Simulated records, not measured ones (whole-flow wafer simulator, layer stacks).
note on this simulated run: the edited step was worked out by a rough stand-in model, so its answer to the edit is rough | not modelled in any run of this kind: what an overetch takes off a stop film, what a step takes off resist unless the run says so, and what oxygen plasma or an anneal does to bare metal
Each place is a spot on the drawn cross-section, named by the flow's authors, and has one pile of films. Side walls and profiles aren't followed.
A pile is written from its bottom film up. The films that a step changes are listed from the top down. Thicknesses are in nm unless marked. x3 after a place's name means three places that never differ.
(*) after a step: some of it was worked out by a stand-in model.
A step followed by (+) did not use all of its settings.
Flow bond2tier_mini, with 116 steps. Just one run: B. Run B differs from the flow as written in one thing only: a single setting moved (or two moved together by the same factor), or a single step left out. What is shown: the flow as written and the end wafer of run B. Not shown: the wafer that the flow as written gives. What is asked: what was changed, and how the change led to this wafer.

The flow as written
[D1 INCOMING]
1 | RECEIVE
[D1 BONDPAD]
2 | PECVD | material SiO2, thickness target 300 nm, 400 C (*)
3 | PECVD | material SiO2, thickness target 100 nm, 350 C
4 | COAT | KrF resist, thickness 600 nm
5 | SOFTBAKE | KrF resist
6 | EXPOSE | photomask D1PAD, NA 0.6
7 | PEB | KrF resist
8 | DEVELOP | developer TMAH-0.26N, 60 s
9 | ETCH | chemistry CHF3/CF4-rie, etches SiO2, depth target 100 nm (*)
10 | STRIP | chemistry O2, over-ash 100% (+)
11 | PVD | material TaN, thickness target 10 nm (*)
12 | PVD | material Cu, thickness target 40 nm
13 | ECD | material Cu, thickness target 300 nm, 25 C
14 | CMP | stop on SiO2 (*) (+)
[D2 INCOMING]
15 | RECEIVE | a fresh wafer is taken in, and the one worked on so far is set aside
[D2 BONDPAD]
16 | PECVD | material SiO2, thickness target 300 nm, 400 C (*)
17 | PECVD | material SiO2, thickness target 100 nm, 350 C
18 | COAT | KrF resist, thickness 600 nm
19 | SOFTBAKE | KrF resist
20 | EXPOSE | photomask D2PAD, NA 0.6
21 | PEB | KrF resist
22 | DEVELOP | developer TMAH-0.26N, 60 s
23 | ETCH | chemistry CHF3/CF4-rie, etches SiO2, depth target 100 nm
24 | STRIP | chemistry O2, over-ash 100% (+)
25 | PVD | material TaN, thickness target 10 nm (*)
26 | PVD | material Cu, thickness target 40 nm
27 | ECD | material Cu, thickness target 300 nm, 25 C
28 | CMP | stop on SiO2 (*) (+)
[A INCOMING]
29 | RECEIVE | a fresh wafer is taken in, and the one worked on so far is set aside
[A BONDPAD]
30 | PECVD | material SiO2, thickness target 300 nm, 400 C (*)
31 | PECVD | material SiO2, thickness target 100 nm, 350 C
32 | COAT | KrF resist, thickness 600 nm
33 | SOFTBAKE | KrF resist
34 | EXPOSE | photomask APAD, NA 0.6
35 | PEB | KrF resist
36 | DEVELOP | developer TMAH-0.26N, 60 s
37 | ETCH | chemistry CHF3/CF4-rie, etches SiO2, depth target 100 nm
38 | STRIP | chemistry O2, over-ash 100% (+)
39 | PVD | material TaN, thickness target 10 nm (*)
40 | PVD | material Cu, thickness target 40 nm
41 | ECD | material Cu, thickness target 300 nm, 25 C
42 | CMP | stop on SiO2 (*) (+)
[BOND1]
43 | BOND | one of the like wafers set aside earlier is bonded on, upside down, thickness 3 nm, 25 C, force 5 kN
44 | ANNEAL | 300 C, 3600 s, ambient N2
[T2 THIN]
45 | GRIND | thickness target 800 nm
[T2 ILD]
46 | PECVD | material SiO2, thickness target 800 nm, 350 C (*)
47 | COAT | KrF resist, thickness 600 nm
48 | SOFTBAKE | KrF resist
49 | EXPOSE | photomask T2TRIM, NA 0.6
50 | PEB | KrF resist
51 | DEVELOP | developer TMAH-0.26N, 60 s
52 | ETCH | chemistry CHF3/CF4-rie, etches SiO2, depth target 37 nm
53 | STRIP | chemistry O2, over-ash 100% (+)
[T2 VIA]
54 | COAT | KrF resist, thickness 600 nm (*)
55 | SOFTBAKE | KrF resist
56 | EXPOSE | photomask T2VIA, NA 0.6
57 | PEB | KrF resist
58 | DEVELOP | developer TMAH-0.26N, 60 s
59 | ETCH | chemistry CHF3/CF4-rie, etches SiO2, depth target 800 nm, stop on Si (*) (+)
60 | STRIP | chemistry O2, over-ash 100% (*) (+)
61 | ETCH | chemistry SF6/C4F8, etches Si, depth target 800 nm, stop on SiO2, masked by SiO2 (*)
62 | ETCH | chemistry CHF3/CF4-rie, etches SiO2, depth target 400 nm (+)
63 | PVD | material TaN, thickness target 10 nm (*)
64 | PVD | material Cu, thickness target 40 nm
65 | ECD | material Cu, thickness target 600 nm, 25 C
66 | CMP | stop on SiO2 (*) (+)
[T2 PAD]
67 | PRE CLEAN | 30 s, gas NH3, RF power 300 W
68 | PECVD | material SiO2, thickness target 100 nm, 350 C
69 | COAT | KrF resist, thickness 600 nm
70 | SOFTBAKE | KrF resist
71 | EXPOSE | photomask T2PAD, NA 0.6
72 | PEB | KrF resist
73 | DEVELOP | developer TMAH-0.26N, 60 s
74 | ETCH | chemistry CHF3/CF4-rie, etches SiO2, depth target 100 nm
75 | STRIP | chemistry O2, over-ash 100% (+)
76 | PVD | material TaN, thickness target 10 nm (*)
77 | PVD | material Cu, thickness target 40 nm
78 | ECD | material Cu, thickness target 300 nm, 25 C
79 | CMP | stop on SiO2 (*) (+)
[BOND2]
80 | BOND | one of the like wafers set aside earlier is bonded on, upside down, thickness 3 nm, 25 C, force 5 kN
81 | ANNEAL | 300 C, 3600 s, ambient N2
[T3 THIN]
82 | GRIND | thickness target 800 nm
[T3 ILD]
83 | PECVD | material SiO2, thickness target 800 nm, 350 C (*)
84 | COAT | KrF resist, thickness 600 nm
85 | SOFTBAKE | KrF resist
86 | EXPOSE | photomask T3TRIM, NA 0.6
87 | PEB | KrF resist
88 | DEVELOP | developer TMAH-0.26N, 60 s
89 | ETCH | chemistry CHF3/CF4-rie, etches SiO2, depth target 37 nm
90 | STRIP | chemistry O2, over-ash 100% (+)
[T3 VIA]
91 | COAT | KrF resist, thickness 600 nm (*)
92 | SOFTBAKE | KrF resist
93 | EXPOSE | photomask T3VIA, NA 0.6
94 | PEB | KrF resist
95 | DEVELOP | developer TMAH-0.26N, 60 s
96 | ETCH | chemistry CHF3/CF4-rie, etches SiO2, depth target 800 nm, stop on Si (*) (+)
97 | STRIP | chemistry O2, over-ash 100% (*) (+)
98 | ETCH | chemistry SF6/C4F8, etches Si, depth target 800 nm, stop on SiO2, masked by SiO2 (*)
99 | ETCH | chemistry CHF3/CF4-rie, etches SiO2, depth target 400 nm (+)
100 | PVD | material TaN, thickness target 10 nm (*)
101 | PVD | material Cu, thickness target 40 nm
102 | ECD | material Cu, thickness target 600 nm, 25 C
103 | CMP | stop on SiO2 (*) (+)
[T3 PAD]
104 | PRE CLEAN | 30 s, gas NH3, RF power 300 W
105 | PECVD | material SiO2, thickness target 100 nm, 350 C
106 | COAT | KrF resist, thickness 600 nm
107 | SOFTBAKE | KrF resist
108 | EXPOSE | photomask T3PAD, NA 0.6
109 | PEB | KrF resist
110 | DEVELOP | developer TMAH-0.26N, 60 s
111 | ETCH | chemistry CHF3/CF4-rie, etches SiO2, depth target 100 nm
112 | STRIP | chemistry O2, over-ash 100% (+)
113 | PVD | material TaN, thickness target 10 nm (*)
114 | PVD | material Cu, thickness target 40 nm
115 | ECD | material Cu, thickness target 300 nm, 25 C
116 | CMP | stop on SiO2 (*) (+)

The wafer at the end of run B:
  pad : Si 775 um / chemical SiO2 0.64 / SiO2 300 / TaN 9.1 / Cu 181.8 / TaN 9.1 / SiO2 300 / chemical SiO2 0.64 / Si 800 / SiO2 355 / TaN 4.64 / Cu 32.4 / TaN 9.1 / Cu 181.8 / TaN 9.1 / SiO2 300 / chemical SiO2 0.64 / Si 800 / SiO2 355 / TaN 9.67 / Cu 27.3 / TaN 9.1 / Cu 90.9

What caused this: step 63, PVD: thickness target 4.8 nm was run, though the flow has thickness target 10 nm.

Step by step, how the change led to this:
  63 | PVD | material TaN, thickness target 10 nm (*)
      field: TaN gains 4.8 (new film) (as written it would have been: TaN gains 10 (new film))
      pad: TaN gains 4.64 (new film) (as written it would have been: TaN gains 9.67 (new film))
  66 | CMP | stop on SiO2 (*) (+)
      field: Cu loses 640 (all of it), TaN loses 4.8 (all of it) (as written it would have been: Cu loses 640 (all of it), TaN loses 10 (all of it))
